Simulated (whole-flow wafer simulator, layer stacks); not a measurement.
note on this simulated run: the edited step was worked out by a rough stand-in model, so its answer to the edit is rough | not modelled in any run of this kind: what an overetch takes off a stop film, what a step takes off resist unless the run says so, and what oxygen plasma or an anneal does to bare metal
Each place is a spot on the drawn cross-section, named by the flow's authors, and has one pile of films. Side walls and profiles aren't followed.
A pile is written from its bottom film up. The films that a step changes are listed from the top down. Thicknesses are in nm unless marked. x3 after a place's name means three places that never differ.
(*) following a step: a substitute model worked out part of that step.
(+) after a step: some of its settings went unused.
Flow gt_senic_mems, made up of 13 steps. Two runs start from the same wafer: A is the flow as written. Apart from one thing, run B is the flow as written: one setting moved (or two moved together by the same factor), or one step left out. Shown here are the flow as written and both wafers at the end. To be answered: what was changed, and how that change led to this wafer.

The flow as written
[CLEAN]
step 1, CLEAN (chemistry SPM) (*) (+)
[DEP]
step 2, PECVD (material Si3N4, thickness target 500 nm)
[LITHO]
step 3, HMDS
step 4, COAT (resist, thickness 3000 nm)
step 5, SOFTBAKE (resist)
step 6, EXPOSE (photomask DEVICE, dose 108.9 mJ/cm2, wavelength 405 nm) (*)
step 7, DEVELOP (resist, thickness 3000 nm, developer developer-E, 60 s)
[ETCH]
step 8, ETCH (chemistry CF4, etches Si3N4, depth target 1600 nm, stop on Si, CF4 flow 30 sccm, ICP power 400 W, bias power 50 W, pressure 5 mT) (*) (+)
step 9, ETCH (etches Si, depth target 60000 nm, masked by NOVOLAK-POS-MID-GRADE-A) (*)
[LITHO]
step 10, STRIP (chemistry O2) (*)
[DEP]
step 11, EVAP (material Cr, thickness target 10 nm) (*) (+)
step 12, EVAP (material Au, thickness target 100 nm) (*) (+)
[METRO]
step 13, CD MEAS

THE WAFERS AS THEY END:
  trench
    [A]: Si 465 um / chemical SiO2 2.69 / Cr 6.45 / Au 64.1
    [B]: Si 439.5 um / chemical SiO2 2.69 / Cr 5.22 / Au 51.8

What caused this: step 9, ETCH: depth target 85500 nm was run, while the flow as written has depth target 60000 nm.

How this came from the change, step by step:
  step 9, ETCH (etches Si, depth target 60000 nm, masked by NOVOLAK-POS-MID-GRADE-A) (*)
      field: A resist loses 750 | B resist loses 1068.8
      trench: A Si loses 60 um | B Si loses 85.5 um
  step 10, STRIP (chemistry O2) (*)
      field: A resist loses 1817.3 (all of it) | B resist loses 1498.6 (all of it)
  step 11, EVAP (material Cr, thickness target 10 nm) (*) (+)
      trench: A Cr gains 6.45 (new film) | B Cr gains 5.22 (new film)
  step 12, EVAP (material Au, thickness target 100 nm) (*) (+)
      trench: A Au gains 64.1 (new film) | B Au gains 51.8 (new film)
